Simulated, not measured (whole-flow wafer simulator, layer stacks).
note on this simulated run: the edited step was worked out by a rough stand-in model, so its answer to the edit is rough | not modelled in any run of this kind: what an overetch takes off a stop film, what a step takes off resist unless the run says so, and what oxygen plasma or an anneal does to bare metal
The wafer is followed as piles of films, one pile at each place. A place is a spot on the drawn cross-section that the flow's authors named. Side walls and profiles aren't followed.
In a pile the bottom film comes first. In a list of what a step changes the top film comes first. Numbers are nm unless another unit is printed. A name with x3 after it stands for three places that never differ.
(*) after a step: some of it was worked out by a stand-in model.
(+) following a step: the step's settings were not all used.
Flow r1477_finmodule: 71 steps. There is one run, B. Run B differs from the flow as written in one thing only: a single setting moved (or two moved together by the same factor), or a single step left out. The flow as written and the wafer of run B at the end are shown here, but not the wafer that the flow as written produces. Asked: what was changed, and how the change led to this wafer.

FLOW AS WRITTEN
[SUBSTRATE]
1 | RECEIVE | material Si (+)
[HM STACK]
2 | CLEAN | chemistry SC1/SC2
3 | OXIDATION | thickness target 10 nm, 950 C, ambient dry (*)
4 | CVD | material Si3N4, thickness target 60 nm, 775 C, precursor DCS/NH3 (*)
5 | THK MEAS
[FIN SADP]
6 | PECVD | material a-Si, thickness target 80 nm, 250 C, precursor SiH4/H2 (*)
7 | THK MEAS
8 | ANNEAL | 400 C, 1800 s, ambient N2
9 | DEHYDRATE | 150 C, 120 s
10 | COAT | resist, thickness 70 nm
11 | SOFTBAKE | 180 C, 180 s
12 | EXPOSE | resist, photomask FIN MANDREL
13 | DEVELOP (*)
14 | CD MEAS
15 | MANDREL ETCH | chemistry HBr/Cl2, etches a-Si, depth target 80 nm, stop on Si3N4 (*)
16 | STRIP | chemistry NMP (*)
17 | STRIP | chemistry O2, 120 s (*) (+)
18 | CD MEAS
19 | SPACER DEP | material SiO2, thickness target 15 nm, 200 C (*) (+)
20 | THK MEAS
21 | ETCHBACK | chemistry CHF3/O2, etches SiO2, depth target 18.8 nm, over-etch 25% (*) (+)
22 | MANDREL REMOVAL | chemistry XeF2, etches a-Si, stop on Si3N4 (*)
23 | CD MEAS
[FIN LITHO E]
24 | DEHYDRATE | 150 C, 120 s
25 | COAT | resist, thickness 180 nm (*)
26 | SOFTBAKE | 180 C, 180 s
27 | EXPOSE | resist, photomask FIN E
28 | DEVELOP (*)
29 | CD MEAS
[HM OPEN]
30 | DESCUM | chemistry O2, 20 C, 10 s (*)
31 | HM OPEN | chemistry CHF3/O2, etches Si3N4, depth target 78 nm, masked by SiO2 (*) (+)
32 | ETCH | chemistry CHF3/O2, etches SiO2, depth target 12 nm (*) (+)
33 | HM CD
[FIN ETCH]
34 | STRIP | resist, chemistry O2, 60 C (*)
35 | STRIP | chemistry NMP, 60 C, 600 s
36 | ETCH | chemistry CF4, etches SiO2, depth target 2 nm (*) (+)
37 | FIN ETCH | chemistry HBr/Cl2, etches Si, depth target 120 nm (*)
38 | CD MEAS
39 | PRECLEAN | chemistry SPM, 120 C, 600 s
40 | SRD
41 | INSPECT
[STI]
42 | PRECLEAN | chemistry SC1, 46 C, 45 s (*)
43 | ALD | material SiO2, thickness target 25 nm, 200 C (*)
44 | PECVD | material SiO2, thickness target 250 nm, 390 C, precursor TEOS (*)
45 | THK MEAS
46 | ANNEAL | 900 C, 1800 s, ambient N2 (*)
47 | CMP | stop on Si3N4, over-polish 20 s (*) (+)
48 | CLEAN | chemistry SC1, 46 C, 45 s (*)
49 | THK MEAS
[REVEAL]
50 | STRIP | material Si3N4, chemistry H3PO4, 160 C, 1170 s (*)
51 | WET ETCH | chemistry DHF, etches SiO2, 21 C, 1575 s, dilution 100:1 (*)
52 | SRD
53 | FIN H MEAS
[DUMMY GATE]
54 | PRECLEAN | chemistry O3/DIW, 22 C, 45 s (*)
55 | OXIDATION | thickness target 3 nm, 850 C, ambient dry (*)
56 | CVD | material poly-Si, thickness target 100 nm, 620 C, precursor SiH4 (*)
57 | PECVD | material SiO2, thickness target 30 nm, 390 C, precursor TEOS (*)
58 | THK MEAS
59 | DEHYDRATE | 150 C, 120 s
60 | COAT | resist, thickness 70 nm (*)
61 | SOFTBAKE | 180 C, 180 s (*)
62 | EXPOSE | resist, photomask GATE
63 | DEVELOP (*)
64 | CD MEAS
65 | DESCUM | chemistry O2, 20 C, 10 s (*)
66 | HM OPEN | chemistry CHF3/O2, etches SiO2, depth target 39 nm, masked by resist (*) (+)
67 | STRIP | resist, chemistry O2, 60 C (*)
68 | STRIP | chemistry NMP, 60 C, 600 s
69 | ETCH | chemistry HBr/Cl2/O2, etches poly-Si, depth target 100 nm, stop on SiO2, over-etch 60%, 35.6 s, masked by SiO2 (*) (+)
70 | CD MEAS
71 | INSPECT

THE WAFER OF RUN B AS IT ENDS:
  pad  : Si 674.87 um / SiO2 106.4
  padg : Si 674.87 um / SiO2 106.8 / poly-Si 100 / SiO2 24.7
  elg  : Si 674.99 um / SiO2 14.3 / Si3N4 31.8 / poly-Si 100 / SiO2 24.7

What caused this: step 3, OXIDATION: thickness target 14.3 nm was run, whereas the flow has thickness target 10 nm.
One can read it off the wafer: elg has SiO2 14.3, and step 3 as written asks for 10 nm.

Step by step, how the change led to this:
  3 | OXIDATION | thickness target 10 nm, 950 C, ambient dry (*)
      pad, padg, elg and 33 more: +14.3 SiO2 (new film), -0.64 chemical SiO2 (all of it), -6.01 Si (it would be, as written: +10 SiO2 (new film), -0.64 chemical SiO2 (all of it), -4.12 Si)
  31 | HM OPEN | chemistry CHF3/O2, etches Si3N4, depth target 78 nm, masked by SiO2 (*) (+)
      pad, padg, esg and 13 more: -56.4 Si3N4 (all of it), -10.8 SiO2 (it would be, as written: -56.4 Si3N4 (all of it), -10 SiO2 (all of it))
  32 | ETCH | chemistry CHF3/O2, etches SiO2, depth target 12 nm (*) (+)
      pad, padg, e40sg and 11 more: -3.49 SiO2 (all of it), -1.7 Si (it would be, as written: -2.4 Si)
      esg, eso: -3.49 SiO2 (all of it), -1.7 Si (it would be, as written: -1.77 Si)
      (as well as at 6 more places)
  43 | ALD | material SiO2, thickness target 25 nm, 200 C (*)
      esg: +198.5 SiO2 (new film) (it would be, as written: +194.3 SiO2 (new film))
  47 | CMP | stop on Si3N4, over-polish 20 s (*) (+)
      pad, padg, e40sg and 11 more: -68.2 SiO2 (it would be, as written: -71.8 SiO2)
      eso: -68.2 SiO2 (it would be, as written: -72.4 SiO2)
  51 | WET ETCH | chemistry DHF, etches SiO2, 21 C, 1575 s, dilution 100:1 (*)
      s40sg_line, s45sg_line, s50sg_line, s40so_line, s45so_line, s50so_line: -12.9 SiO2 (all of it) (it would be, as written: -8.63 SiO2 (all of it))
  56 | CVD | material poly-Si, thickness target 100 nm, 620 C, precursor SiH4 (*)
      s40cg, s40co: +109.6 poly-Si (new film) (it would be, as written: +113.9 poly-Si (new film))
      s45cg, s45co: +109.1 poly-Si (new film) (it would be, as written: +113.4 poly-Si (new film))
      (as well as at 2 more places)
  60 | COAT | resist, thickness 70 nm (*)
      s40sg, s40so: +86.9 resist (new film) (it would be, as written: +91 resist (new film))
      s45sg, s45so: +86.8 resist (new film) (it would be, as written: +91 resist (new film))
      (as well as at 2 more places)
  63 | DEVELOP (*)
      s40so: -86.9 resist (all of it) (it would be, as written: -91 resist (all of it))
      s45so: -86.8 resist (all of it) (it would be, as written: -91 resist (all of it))
      (as well as at 1 more place)
  67 | STRIP | resist, chemistry O2, 60 C (*)
      s40sg: -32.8 resist (all of it) (it would be, as written: -36.9 resist (all of it))
      s45sg: -32.7 resist (all of it) (it would be, as written: -36.9 resist (all of it))
      (as well as at 1 more place)
  69 | ETCH | chemistry HBr/Cl2/O2, etches poly-Si, depth target 100 nm, stop on SiO2, over-etch 60%, 35.6 s, masked by SiO2 (*) (+)
      s40co: -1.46 chemical SiO2 (all of it), -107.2 poly-Si (all of it), -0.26 SiO2 (it would be, as written: -1.46 chemical SiO2 (all of it), -111.5 poly-Si (all of it), -0.24 SiO2)
      s45co: -1.46 chemical SiO2 (all of it), -106.6 poly-Si (all of it), -0.27 SiO2 (it would be, as written: -1.46 chemical SiO2 (all of it), -110.9 poly-Si (all of it), -0.25 SiO2)
      (as well as at 1 more place)
